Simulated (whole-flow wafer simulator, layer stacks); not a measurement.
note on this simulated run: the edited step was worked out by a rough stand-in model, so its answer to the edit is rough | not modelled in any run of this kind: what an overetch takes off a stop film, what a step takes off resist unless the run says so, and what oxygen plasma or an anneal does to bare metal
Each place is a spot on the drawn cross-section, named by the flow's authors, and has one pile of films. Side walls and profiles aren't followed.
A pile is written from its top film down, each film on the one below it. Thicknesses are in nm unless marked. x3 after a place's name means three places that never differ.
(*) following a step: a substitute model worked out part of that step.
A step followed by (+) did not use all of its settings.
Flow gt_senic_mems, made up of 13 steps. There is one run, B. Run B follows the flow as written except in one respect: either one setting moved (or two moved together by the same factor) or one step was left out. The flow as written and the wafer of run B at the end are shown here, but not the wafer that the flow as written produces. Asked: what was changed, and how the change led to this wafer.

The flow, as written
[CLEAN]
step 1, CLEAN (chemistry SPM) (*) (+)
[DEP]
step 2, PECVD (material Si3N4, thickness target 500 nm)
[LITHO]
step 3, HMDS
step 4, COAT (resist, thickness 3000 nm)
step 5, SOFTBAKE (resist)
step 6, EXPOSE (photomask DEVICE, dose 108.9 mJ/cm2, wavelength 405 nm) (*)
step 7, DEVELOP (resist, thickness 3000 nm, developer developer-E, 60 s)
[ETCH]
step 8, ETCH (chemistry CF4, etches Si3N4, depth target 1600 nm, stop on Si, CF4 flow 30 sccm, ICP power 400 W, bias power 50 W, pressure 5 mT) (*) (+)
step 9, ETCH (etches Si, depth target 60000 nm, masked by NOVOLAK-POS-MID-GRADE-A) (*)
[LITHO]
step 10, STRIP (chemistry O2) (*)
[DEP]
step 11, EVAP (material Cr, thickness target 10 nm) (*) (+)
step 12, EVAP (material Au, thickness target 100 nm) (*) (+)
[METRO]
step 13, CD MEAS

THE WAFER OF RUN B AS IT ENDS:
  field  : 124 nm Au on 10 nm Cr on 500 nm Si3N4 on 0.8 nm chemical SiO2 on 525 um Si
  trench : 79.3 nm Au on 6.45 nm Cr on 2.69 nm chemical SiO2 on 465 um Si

The reason: step 12, EVAP: thickness target 124 nm was run, though the flow has thickness target 100 nm.
One can read it off the wafer: field has Au 124, and step 12 as written asks for 100 nm.

The path from the change to this, step by step:
  step 12, EVAP (material Au, thickness target 100 nm) (*) (+)
      field: Au gains 124 (new film) (in the flow as written it would be: Au gains 100 (new film))
      trench: Au gains 79.3 (new film) (in the flow as written it would be: Au gains 64.1 (new film))
